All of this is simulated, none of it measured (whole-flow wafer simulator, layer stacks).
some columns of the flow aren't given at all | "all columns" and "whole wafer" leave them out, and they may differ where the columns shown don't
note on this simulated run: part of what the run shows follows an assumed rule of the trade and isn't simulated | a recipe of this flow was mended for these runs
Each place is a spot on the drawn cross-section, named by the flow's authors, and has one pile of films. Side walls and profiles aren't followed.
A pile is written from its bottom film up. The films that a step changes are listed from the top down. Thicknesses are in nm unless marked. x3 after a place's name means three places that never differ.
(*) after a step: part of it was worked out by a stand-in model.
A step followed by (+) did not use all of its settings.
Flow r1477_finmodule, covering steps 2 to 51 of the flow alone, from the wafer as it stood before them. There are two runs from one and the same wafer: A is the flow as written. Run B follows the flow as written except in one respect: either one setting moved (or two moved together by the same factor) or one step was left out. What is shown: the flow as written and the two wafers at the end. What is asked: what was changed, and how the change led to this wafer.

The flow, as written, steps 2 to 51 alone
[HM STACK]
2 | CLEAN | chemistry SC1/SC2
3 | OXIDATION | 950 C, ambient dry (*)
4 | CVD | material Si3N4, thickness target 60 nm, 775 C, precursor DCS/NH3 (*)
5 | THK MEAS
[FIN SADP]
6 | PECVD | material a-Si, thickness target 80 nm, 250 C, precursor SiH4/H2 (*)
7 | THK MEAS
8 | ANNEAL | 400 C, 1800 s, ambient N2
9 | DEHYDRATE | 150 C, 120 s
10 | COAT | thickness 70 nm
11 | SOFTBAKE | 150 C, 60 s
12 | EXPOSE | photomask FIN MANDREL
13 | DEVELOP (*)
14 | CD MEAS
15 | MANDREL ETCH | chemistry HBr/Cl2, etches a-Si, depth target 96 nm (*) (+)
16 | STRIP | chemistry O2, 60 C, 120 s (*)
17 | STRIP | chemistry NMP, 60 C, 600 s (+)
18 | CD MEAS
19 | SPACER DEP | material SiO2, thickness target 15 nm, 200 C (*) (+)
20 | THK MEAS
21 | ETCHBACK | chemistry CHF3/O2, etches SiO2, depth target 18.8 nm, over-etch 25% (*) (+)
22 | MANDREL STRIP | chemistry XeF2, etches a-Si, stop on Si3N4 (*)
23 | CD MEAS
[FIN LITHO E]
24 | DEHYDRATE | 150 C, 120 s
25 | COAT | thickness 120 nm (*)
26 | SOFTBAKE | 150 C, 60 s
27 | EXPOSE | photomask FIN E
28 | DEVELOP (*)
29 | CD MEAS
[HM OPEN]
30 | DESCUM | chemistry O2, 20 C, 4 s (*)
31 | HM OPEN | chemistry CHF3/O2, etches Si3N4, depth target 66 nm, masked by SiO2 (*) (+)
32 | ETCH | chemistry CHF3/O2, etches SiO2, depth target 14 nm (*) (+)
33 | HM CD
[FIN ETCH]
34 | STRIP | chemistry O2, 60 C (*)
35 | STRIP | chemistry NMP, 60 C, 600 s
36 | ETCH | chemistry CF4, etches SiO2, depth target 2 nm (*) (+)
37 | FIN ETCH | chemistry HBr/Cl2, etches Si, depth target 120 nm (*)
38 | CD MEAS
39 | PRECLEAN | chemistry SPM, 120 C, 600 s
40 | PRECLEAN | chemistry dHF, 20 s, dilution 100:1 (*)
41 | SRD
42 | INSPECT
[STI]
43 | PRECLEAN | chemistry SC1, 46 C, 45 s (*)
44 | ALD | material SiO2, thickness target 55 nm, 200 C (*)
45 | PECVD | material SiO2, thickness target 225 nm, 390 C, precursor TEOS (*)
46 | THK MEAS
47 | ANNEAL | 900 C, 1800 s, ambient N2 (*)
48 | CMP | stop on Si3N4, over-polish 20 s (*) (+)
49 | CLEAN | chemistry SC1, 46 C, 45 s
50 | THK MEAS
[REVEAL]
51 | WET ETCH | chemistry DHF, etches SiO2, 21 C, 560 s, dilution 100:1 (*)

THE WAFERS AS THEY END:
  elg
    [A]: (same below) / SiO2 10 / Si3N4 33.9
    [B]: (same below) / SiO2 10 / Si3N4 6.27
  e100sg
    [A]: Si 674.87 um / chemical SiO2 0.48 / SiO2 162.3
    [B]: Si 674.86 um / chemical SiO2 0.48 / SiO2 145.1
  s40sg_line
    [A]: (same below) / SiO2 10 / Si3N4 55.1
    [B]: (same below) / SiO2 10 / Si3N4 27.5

What caused this: step 4, CVD: 740 C was run, whereas the flow has 775 C.

Step by step, how the change led to this:
  4 | CVD | material Si3N4, thickness target 60 nm, 775 C, precursor DCS/NH3 (*)
      pad, padg, elg and 33 more: A +60 Si3N4 (new film) | B +32.4 Si3N4 (new film)
  31 | HM OPEN | chemistry CHF3/O2, etches Si3N4, depth target 66 nm, masked by SiO2 (*) (+)
      pad, padg, esg and 13 more: A -54.1 Si3N4 (all of it), -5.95 SiO2 | B -26.5 Si3N4 (all of it), -10 SiO2 (all of it), -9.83 Si
      s40cg, s45cg, s50cg, s40co, s45co, s50co: A -60 Si3N4 (all of it), -3 SiO2 | B -32.4 Si3N4 (all of it), -10 SiO2 (all of it), -7.87 Si
  32 | ETCH | chemistry CHF3/O2, etches SiO2, depth target 14 nm (*) (+)
      pad, padg: A -4.05 SiO2 (all of it), -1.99 Si | B -2.8 Si
      esg, eso: A -4.05 SiO2 (all of it), -1.99 Si | B -2.38 Si
      (and at 18 other places as well)
  44 | ALD | material SiO2, thickness target 55 nm, 200 C (*)
      s45cg, s50cg, s45co, s50co: A +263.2 SiO2 (new film) | B +244.6 SiO2 (new film)
      s45sg, s50sg, s45so, s50so: A +263.8 SiO2 (new film) | B +246.5 SiO2 (new film)
      (and at 12 other places as well)
  48 | CMP | stop on Si3N4, over-polish 20 s (*) (+)
      pad, padg: A -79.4 SiO2 | B -96.4 SiO2
